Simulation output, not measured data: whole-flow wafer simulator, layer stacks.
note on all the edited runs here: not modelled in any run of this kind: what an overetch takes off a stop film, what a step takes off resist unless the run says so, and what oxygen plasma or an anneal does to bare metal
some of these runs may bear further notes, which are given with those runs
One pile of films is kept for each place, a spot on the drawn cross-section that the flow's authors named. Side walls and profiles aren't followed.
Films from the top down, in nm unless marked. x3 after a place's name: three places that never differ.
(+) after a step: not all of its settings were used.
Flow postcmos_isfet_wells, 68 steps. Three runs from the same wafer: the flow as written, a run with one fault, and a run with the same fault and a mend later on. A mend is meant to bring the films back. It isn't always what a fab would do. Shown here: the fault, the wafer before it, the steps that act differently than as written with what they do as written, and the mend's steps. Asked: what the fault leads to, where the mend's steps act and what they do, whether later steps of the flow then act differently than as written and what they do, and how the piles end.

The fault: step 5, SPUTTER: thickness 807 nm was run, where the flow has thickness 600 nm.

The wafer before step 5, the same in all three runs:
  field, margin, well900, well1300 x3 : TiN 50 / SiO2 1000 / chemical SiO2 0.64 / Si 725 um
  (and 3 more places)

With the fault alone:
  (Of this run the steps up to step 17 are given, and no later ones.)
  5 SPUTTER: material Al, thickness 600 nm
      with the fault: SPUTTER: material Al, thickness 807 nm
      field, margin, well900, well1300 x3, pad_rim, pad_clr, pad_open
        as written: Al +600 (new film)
        with the fault: Al +807 (new film)
  Later steps of the flow that act differently than as written:
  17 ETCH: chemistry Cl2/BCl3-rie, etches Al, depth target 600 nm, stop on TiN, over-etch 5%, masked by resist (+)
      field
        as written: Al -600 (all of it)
        with the fault: Al -600
  After step 17 the piles differ from the flow's by more than 2% or 0.5 nm, whichever is larger, at field, margin, well900, well1300 x3, pad_rim, pad_clr, pad_open.
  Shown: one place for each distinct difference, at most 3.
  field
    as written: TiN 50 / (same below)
    with the fault: Al 207 / TiN 50 / (same below)
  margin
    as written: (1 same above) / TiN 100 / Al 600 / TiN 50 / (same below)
    with the fault: (1 same above) / TiN 100 / Al 807 / TiN 50 / (same below)

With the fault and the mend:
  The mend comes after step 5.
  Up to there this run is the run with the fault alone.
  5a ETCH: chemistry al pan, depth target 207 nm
      field, margin, well900, well1300 x3, pad_rim, pad_clr, pad_open
        Al -207
  No later step of the flow acts differently than as written at any place that is followed.
  At the end the piles are the same as the flow's at every place that both follow.
